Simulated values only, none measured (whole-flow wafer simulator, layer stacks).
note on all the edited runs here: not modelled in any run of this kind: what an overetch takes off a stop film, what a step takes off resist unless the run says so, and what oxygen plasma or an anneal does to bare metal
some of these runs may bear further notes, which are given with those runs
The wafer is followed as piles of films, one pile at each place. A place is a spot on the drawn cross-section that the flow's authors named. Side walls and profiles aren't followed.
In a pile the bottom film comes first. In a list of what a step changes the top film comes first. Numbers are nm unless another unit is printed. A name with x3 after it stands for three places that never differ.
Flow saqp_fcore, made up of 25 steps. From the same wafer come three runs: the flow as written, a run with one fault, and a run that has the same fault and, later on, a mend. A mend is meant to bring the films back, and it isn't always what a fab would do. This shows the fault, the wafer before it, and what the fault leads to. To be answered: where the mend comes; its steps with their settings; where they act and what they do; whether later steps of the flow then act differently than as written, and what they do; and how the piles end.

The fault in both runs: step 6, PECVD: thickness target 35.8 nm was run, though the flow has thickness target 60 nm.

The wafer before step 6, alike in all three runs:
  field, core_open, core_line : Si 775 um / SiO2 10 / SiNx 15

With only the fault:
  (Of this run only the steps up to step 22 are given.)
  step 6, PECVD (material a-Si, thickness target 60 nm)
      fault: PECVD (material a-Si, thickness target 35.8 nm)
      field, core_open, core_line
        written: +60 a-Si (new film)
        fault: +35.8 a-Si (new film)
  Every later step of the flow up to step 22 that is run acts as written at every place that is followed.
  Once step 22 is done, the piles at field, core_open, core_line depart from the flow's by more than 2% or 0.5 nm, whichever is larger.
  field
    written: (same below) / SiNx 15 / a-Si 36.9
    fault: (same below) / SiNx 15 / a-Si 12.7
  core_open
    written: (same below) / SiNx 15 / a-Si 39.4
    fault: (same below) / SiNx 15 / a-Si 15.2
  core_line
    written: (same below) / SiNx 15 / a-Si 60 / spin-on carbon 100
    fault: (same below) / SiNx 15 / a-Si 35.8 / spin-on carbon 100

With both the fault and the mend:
  The mend stands after step 7.
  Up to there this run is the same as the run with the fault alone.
  step 7a, ETCH (chemistry tmah, depth target 41.17 nm)
      field, core_open, core_line
        -35.8 a-Si (all of it)
  step 7b, PECVD (material a-Si, thickness target 60 nm) (the flow's step 6, run once more)
      field, core_open, core_line
        +60 a-Si (new film)
  Every later step of the flow that is run acts as written at every place that is followed.
  By the end, the piles equal the flow's at every place that both follow.
